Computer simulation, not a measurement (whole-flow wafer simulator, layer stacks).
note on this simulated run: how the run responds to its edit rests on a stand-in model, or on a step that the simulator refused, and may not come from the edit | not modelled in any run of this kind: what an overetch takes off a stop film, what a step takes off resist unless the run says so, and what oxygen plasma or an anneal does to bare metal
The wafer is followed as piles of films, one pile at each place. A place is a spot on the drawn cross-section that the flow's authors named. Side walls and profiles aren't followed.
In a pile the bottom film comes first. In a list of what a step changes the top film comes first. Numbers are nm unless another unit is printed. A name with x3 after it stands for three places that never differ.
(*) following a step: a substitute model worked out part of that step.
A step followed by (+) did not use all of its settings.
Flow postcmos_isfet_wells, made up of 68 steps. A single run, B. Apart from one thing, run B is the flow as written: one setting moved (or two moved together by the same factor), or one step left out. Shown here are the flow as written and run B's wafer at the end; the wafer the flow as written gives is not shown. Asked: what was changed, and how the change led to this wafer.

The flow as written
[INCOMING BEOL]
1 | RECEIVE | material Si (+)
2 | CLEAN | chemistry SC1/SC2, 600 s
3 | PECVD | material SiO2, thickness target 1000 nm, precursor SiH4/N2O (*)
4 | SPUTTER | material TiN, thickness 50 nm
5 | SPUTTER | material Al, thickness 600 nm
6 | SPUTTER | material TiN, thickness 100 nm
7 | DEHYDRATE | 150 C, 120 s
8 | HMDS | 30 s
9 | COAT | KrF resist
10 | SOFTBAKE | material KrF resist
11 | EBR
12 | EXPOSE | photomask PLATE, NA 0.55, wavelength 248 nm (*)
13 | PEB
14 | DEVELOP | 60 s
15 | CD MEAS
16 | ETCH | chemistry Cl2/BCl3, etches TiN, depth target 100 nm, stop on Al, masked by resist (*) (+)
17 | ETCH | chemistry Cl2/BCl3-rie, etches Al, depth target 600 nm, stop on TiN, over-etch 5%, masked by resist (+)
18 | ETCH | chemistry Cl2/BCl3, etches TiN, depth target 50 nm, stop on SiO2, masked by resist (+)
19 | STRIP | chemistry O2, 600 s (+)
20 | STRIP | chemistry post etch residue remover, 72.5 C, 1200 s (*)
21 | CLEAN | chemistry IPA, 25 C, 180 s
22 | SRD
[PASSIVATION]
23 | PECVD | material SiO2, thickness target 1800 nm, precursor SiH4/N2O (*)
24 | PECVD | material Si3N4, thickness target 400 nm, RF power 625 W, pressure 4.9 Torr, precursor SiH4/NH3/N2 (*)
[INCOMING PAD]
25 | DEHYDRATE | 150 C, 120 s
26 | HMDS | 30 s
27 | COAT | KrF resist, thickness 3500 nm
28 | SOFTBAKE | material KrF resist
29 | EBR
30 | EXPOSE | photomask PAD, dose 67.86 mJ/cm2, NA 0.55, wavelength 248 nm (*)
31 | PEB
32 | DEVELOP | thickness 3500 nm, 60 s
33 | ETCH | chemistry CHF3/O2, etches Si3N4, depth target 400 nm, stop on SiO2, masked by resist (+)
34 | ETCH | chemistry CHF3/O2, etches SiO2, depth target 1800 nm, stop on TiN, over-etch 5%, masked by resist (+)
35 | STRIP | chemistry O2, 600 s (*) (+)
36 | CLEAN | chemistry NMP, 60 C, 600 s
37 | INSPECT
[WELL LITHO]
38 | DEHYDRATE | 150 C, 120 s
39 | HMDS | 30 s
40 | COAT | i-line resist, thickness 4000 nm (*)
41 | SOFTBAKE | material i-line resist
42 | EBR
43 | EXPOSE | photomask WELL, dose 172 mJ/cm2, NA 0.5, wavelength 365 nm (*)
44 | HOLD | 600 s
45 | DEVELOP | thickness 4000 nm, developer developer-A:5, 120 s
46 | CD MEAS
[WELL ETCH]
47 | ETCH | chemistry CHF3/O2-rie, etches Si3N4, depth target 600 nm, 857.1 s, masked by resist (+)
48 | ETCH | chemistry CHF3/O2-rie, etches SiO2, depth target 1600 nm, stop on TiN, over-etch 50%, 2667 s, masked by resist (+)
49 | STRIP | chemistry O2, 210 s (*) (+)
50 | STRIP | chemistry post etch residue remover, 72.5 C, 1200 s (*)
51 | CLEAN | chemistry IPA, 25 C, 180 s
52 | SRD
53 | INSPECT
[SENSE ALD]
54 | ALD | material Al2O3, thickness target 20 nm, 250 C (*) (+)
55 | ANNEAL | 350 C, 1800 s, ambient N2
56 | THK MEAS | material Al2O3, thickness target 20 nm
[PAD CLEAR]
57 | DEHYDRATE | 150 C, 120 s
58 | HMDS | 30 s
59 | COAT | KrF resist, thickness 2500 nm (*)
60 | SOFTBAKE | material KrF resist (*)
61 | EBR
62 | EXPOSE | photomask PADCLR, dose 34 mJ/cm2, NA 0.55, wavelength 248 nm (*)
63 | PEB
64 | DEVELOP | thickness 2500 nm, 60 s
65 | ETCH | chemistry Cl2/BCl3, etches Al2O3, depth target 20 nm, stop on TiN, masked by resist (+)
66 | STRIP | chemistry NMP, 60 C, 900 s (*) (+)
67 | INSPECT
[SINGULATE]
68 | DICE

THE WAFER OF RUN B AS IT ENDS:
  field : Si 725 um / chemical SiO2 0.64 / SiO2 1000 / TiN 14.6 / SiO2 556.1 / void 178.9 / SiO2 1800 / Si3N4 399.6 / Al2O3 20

The reason: step 18, ETCH: depth target 35 nm was run, though the flow has depth target 50 nm.

The path from the change to this, step by step:
  18 | ETCH | chemistry Cl2/BCl3, etches TiN, depth target 50 nm, stop on SiO2, masked by resist (+)
      field: TiN loses 35 (as written it would have been: TiN loses 50 (all of it))
      margin, well900, well1300 x3, pad_rim, pad_clr, pad_open: KrF resist loses 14 (as written it would have been: KrF resist loses 20)
  23 | PECVD | material SiO2, thickness target 1800 nm, precursor SiH4/N2O (*)
      field: SiO2 gains 1800 (new film), void gains 178.9 (new film), SiO2 gains 556.1 (new film) (as written it would have been: SiO2 gains 1800 (new film), void gains 189.9 (new film), SiO2 gains 559.7)
Taking metal films that touch as one body, field has 1 body; the flow as written gives 0 bodies.
